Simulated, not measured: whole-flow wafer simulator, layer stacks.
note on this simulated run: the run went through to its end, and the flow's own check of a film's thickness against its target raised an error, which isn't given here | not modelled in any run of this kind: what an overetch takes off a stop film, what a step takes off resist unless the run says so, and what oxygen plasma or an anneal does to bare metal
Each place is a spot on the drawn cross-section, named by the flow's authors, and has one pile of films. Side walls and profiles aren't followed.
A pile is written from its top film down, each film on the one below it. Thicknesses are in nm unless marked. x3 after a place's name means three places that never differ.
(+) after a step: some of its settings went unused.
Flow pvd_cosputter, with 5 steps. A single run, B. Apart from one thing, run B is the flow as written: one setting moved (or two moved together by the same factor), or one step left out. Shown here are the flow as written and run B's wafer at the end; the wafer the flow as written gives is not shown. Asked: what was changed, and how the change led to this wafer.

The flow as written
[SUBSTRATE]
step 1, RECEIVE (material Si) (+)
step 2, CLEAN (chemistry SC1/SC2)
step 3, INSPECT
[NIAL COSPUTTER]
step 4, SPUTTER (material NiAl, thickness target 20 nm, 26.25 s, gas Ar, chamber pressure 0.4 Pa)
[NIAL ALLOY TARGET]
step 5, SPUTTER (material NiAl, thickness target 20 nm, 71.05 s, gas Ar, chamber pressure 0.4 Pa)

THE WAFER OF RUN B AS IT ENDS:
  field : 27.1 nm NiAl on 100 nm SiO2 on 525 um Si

What caused this: step 5, SPUTTER: thickness target 7.12 nm was run, though the flow has thickness target 20 nm; step 5, SPUTTER: 25.29 s was run, where the flow has 71.05 s.

The path from the change to this, step by step:
  step 5, SPUTTER (material NiAl, thickness target 20 nm, 71.05 s, gas Ar, chamber pressure 0.4 Pa)
      field: +7.12 NiAl (it would be, as written: +20 NiAl)
